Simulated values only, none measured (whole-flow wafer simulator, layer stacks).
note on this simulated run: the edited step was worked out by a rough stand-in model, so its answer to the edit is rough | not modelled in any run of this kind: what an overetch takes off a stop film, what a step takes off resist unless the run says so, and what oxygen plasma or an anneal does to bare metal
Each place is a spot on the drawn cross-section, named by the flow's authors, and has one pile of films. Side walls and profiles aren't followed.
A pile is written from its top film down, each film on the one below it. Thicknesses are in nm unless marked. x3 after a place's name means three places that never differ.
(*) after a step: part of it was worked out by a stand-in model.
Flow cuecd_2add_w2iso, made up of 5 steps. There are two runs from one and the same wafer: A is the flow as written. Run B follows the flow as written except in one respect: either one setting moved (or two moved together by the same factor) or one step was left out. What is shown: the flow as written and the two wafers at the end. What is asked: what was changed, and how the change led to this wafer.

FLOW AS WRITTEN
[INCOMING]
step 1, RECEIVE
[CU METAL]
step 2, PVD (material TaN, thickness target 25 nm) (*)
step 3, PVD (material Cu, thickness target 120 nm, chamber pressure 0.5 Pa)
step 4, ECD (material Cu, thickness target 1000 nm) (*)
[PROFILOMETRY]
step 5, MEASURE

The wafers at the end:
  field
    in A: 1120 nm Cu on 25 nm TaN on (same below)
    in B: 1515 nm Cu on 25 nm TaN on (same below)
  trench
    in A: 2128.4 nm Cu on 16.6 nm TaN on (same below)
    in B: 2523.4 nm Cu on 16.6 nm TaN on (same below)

What caused this: step 4, ECD: thickness target 1395 nm was run, while the flow as written has thickness target 1000 nm.

How this came from the change, step by step:
  step 4, ECD (material Cu, thickness target 1000 nm) (*)
      field: A Cu gains 1000 | B Cu gains 1395
      trench: A Cu gains 2047.6 | B Cu gains 2442.6
